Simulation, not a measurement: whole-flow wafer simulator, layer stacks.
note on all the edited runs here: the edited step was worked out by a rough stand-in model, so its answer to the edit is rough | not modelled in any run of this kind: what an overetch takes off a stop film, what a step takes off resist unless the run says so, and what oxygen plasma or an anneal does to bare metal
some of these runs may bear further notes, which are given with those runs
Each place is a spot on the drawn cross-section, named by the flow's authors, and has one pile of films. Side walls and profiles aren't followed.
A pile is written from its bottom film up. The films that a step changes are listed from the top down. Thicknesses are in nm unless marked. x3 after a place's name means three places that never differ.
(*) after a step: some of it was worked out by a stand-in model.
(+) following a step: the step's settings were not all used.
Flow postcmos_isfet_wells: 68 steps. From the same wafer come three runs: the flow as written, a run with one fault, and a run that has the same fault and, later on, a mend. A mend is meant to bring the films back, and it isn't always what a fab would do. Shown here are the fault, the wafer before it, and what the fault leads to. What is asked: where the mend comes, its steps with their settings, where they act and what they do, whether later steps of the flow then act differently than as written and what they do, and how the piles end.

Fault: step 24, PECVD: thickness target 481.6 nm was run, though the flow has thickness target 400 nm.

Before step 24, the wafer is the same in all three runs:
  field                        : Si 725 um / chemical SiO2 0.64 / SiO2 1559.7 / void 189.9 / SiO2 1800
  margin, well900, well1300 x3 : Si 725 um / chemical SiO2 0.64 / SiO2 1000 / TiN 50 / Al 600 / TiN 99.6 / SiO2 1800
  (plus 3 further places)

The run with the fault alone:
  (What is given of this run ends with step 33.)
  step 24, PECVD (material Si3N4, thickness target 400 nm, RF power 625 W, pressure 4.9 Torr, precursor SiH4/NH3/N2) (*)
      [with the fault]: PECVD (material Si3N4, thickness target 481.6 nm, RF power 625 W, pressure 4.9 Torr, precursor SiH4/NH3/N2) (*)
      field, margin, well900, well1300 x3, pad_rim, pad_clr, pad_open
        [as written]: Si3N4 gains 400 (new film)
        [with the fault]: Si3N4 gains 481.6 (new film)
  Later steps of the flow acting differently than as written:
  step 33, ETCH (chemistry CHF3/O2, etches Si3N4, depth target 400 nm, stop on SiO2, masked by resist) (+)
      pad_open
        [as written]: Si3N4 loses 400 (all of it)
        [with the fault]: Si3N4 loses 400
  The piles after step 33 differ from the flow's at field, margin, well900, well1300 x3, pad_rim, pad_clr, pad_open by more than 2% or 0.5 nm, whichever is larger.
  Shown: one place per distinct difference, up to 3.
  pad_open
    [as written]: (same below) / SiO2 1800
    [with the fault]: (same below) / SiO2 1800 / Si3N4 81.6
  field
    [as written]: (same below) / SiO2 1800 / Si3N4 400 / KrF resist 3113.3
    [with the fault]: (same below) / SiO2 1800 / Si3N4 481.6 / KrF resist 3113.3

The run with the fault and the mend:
  The mend stands after step 24.
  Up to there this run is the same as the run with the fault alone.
  step 24a, ETCH (chemistry h3po4, depth target 553.8 nm)
      field, margin, well900, well1300 x3, pad_rim, pad_clr, pad_open
        Si3N4 loses 481.6 (all of it)
  step 24b, PECVD (material Si3N4, thickness target 400 nm, RF power 625 W, pressure 4.9 Torr, precursor SiH4/NH3/N2) (*) (the flow's step 24 again)
      field, margin, well900, well1300 x3, pad_rim, pad_clr, pad_open
        Si3N4 gains 400 (new film)
  Later steps of the flow that are run all act as written at every place that is followed.
  At every place that both follow, the piles at the end match the flow's.
